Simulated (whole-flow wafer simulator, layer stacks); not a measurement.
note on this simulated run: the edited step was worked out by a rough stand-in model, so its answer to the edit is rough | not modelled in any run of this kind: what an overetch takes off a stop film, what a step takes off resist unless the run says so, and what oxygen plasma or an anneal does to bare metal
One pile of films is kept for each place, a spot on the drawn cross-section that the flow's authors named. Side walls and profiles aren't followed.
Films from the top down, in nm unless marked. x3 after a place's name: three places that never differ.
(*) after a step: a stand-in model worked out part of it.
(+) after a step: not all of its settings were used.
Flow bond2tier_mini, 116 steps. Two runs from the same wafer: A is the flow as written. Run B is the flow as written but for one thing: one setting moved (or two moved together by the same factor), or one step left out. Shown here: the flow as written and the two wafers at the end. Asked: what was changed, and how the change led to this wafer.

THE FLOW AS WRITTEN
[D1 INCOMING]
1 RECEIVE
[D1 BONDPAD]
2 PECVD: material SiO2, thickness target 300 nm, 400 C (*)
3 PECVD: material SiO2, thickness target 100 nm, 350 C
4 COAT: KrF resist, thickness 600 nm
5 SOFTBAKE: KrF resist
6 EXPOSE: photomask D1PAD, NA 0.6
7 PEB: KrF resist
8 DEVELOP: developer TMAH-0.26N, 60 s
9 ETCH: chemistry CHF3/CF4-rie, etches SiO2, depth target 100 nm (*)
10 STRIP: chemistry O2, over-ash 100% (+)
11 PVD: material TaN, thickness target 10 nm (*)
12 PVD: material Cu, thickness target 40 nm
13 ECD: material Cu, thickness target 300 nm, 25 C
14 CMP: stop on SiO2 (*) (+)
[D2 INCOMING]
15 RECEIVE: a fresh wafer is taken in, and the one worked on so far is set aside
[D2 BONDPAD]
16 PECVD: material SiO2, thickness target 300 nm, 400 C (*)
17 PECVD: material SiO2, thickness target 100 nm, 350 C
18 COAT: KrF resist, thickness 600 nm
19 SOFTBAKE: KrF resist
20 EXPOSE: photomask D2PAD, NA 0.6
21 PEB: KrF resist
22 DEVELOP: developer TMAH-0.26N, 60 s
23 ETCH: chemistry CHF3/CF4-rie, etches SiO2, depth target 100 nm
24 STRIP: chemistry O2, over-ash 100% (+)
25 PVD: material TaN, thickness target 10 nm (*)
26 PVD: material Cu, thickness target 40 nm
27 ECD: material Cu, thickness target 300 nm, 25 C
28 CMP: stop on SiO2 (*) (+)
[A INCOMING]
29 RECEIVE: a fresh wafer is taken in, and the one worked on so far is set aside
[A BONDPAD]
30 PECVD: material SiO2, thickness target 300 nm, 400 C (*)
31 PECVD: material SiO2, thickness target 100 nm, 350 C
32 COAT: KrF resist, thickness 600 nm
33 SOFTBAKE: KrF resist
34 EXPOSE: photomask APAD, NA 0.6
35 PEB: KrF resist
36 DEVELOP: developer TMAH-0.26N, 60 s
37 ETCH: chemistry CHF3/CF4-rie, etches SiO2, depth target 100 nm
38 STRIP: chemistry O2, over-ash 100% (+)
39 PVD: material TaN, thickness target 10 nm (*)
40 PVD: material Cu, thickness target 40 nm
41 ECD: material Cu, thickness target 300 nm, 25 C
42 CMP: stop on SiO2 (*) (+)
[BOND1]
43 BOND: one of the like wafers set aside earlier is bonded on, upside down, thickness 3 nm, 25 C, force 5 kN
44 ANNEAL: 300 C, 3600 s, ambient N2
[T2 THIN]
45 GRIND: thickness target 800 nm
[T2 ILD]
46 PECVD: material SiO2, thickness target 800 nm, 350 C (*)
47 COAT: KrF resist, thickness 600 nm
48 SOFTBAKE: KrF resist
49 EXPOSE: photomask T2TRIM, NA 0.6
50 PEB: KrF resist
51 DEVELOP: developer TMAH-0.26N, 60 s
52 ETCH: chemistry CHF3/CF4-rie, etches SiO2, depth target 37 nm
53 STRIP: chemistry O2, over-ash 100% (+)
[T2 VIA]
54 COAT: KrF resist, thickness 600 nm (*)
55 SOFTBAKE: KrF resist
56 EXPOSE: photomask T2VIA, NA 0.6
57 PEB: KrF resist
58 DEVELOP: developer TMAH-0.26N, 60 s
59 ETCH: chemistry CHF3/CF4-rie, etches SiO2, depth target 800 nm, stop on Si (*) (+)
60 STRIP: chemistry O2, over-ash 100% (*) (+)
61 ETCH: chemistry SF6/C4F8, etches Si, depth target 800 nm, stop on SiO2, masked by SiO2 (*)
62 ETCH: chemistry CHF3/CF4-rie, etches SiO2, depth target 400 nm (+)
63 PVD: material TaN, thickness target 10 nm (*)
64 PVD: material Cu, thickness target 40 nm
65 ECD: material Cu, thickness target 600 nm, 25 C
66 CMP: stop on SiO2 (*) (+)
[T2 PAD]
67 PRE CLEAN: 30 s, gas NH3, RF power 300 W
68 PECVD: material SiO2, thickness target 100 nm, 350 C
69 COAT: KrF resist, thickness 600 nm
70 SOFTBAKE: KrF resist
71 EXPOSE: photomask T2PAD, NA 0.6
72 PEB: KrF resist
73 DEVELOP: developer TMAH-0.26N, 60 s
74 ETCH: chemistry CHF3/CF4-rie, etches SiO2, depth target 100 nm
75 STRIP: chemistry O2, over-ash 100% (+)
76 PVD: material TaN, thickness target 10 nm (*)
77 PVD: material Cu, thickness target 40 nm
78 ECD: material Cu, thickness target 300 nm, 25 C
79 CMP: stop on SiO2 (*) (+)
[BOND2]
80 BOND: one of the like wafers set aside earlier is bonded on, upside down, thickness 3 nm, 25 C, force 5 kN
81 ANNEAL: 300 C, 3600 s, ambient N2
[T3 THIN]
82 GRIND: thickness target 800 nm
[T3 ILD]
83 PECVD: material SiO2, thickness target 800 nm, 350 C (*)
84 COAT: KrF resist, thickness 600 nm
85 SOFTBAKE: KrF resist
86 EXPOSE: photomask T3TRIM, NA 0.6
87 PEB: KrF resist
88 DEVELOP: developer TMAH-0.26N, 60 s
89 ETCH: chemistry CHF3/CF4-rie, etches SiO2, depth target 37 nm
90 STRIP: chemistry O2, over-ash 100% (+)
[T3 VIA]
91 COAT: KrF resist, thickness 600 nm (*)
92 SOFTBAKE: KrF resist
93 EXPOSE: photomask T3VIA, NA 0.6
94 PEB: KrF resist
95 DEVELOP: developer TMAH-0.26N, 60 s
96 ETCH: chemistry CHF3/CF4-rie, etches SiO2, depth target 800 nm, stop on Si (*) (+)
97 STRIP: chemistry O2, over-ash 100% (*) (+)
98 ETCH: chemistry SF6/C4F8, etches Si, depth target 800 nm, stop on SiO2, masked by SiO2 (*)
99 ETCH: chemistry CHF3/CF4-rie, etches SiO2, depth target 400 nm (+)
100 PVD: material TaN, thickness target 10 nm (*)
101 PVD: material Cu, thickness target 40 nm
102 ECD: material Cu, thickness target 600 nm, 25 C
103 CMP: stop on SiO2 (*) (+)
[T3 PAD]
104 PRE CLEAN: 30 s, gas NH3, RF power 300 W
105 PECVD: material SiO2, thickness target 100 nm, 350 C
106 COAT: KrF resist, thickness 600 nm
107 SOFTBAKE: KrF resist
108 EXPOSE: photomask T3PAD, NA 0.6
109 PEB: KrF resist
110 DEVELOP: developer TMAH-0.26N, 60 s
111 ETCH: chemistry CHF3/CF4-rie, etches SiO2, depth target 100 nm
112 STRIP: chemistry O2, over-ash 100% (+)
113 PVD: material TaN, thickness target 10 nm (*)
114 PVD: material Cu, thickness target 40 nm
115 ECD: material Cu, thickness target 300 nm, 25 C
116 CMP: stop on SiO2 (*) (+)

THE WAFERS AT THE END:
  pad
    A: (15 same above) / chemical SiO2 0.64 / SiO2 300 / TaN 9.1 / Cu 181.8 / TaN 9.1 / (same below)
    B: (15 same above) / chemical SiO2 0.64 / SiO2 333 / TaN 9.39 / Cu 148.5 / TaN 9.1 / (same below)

The cause: step 9, ETCH: depth target 67 nm was run, where the flow has depth target 100 nm.

How the change led to this, step by step:
  9 ETCH: chemistry CHF3/CF4-rie, etches SiO2, depth target 100 nm (*)
      pad, via: A SiO2 -100 | B SiO2 -67
      field: A KrF resist -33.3 | B KrF resist -22.3
  12 PVD: material Cu, thickness target 40 nm
      pad: A Cu +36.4 (new film) | B Cu +37.6 (new film)
  13 ECD: material Cu, thickness target 300 nm, 25 C
      pad: A Cu +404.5 | B Cu +370
      via: A Cu +400.2 | B Cu +367.1
  43 BOND: one of the like wafers set aside earlier is bonded on, upside down, thickness 3 nm, 25 C, force 5 kN
      pad: A Si +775 um (new film), chemical SiO2 +0.64 (new film), SiO2 +300 (new film), TaN +9.1 (new film), Cu +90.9 | B Si +775 um (new film), chemical SiO2 +0.64 (new film), SiO2 +333 (new film), TaN +9.39 (new film), Cu +57.6
      via: A Si +775 um (new film), chemical SiO2 +0.64 (new film), SiO2 +300 (new film), TaN +9.97 (new film), Cu +90 | B Si +775 um (new film), chemical SiO2 +0.64 (new film), SiO2 +333 (new film), TaN +9.99 (new film), Cu +57
